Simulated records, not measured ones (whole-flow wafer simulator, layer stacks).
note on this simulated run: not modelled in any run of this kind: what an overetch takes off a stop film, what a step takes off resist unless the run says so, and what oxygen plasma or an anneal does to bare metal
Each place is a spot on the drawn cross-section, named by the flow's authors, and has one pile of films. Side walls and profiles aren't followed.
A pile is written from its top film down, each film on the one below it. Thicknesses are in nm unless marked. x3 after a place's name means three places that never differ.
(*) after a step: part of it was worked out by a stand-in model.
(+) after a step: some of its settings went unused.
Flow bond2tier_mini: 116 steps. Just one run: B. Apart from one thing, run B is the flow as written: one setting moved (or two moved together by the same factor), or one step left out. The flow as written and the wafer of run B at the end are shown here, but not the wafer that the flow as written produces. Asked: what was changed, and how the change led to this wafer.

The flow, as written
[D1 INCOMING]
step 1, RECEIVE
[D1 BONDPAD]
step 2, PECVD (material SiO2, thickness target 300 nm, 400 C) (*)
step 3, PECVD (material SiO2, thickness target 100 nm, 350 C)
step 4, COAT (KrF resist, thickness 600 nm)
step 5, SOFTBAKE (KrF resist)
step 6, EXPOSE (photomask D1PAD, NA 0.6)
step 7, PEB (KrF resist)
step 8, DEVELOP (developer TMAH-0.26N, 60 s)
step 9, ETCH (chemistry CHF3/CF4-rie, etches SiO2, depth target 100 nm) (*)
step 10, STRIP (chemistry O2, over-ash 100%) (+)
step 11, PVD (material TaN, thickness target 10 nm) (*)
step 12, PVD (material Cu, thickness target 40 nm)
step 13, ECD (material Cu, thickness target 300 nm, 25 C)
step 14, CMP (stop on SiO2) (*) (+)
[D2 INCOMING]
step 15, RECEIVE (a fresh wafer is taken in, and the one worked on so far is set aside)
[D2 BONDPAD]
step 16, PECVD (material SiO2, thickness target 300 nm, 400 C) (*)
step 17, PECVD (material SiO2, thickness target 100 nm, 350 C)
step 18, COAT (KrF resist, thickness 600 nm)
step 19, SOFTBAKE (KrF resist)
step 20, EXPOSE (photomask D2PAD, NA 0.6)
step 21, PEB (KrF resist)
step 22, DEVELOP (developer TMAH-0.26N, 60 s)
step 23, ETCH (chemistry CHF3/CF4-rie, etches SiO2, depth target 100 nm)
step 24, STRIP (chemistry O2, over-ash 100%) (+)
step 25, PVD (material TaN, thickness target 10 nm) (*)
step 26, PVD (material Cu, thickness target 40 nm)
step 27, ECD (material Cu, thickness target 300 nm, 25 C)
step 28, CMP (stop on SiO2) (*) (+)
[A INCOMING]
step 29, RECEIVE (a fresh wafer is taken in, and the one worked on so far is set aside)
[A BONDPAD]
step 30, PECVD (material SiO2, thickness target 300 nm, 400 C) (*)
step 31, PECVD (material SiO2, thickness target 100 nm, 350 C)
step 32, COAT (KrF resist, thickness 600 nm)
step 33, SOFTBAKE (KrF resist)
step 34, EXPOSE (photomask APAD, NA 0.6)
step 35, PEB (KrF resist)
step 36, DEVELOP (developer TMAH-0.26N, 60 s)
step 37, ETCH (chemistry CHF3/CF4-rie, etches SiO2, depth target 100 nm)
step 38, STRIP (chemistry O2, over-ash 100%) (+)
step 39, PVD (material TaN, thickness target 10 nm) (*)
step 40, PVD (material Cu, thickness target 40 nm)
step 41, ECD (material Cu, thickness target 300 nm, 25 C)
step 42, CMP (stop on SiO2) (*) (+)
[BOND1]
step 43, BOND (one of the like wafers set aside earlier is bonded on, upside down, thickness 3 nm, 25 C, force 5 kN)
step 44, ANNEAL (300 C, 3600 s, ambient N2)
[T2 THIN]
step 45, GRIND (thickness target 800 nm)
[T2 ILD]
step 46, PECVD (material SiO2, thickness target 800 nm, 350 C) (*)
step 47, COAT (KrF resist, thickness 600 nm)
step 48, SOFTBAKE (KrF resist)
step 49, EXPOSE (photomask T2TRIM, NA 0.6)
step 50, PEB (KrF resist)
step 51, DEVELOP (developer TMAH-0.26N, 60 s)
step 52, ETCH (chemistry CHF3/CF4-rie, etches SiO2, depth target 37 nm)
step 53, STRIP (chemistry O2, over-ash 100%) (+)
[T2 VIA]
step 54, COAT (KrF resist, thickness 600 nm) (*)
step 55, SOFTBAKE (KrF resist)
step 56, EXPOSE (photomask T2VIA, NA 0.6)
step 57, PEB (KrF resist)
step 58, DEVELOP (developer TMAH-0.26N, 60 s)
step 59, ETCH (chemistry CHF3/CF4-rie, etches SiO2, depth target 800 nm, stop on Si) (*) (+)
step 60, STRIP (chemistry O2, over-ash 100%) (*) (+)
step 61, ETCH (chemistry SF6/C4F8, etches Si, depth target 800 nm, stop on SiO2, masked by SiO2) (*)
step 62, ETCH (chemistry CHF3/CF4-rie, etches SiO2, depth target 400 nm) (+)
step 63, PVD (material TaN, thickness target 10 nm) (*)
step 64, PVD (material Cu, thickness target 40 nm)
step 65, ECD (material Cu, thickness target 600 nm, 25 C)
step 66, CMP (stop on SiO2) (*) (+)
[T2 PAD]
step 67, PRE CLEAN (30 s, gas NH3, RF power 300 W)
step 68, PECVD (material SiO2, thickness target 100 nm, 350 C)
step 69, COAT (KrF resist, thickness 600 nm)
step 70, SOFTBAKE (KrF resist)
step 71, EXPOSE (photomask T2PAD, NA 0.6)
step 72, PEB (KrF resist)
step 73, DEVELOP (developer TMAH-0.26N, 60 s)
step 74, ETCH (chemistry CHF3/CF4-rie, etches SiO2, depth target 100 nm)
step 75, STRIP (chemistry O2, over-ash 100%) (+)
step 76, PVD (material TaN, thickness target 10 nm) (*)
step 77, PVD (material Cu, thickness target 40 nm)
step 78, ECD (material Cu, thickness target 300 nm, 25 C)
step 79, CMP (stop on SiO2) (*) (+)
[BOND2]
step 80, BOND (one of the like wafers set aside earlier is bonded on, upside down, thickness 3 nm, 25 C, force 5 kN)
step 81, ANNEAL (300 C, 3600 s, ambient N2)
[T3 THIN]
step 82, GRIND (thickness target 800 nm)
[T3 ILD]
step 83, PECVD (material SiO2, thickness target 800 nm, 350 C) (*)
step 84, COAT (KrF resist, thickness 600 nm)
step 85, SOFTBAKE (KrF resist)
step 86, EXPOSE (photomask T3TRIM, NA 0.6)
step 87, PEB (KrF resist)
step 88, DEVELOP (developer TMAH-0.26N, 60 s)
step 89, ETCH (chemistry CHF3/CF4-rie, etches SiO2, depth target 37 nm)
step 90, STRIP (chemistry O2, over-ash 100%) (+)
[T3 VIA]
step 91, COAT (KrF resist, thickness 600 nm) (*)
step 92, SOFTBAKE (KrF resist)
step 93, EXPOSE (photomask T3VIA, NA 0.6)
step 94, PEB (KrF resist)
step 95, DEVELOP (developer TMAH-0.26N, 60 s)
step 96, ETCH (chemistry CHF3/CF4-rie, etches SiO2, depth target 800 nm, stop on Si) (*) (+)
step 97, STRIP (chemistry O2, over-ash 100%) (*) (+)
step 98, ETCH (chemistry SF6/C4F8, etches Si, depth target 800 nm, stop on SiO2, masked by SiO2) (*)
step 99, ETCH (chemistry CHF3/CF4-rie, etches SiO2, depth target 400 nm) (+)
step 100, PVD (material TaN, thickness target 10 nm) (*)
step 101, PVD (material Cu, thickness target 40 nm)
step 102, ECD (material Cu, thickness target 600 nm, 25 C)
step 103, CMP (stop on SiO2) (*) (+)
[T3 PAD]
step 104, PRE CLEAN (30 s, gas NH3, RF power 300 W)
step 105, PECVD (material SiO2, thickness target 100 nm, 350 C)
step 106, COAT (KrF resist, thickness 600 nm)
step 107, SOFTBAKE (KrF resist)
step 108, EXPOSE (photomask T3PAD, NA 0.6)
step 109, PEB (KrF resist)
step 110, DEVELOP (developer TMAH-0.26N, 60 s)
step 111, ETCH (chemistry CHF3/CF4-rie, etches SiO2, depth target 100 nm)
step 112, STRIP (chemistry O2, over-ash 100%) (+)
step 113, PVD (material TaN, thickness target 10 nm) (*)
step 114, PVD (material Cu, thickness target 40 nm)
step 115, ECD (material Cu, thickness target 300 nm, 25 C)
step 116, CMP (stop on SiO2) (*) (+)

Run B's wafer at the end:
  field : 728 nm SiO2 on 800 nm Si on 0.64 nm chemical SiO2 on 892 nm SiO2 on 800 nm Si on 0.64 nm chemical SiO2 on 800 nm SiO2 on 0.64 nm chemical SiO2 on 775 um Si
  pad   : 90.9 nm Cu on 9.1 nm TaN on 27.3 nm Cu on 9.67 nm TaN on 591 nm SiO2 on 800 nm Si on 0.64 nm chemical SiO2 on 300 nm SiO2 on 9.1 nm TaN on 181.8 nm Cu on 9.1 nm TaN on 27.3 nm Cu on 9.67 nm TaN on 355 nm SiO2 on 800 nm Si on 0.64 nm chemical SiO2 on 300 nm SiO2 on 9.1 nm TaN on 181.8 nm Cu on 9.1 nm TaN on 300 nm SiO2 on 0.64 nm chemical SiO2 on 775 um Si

Cause: step 99, ETCH: depth target 164 nm was run, though the flow has depth target 400 nm.

How this came from the change, step by step:
  step 99, ETCH (chemistry CHF3/CF4-rie, etches SiO2, depth target 400 nm) (+)
      field, pad: SiO2 loses 164 (it would be, as written: SiO2 loses 400)
